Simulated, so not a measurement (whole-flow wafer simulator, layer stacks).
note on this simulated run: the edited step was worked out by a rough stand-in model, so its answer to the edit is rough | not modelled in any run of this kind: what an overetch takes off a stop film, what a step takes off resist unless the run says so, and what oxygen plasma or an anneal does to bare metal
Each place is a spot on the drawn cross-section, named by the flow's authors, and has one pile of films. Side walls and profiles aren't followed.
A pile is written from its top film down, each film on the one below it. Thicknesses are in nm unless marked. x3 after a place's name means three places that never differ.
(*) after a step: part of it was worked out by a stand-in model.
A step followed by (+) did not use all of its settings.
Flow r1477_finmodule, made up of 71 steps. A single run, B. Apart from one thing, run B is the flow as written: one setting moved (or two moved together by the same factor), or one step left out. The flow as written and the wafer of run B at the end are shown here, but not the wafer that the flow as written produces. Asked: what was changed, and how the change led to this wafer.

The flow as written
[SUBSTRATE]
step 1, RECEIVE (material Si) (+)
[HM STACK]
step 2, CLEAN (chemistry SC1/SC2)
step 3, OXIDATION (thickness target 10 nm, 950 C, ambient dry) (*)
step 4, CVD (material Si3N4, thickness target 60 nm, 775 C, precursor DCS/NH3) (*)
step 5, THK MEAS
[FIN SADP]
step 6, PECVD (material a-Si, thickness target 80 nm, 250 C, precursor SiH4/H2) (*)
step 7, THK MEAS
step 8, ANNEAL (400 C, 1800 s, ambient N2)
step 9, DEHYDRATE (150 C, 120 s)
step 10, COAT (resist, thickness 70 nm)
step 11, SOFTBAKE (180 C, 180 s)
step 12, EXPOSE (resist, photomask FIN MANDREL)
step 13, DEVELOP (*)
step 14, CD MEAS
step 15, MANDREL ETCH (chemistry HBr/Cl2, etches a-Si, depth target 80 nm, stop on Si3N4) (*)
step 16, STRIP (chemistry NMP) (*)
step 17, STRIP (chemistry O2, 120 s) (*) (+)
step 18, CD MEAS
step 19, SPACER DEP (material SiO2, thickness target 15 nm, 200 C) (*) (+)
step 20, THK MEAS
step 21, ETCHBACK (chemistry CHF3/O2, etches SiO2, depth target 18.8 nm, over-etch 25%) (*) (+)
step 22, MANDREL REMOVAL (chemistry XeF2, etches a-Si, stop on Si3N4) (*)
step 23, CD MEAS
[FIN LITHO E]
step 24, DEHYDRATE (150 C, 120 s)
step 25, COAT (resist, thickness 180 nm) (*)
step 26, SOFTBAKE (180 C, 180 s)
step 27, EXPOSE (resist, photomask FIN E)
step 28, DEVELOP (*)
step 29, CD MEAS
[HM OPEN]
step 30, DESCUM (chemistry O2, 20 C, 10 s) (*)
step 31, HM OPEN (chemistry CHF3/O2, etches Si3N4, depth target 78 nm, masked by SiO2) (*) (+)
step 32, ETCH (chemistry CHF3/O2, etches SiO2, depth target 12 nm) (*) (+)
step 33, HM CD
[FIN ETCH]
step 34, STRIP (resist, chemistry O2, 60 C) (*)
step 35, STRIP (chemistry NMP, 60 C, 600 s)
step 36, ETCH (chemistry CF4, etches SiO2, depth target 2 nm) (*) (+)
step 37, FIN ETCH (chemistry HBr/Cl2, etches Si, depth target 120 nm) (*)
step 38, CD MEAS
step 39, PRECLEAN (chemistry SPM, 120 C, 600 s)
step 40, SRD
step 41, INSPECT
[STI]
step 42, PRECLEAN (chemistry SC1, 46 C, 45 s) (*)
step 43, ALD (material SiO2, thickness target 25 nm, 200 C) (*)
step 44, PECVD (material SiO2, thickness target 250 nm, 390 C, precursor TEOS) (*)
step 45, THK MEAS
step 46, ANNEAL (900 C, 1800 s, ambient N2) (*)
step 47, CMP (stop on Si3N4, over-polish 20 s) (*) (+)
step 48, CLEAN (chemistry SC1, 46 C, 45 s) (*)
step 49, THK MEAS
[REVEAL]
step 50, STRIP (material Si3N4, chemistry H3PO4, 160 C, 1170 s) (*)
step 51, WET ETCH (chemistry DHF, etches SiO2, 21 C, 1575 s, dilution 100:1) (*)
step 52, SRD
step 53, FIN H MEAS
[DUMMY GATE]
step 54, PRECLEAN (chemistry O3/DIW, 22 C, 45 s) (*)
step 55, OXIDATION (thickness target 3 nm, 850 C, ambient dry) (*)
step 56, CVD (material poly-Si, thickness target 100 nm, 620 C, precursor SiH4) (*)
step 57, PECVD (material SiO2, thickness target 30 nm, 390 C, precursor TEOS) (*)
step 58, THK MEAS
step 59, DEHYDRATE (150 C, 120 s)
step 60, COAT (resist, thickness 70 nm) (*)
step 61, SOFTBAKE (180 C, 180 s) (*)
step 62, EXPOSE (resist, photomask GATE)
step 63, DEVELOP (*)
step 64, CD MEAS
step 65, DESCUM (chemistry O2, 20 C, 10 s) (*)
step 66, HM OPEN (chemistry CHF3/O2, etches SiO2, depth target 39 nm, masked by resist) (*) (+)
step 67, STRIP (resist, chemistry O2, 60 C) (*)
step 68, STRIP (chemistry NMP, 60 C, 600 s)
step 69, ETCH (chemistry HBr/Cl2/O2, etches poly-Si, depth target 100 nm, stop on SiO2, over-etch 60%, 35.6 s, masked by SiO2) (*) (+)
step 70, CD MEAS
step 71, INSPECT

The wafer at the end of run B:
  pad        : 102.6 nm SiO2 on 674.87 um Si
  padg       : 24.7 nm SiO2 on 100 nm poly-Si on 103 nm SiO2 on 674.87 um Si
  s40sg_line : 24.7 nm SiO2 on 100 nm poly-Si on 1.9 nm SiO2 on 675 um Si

Cause: step 55, OXIDATION: thickness target 1.9 nm was run, while the flow as written has thickness target 3 nm.
The wafer itself shows it: s40sg_line has SiO2 1.9, and step 55 as written asks for 3 nm.

The path from the change to this, step by step:
  step 55, OXIDATION (thickness target 3 nm, 850 C, ambient dry) (*)
      s40sg_line, s45sg_line, s50sg_line, s40so_line, s45so_line, s50so_line: SiO2 gains 1.9 (new film), chemical SiO2 loses 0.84 (all of it), Si loses 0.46 (as written it would have been: SiO2 gains 3 (new film), chemical SiO2 loses 0.84 (all of it), Si loses 0.95)
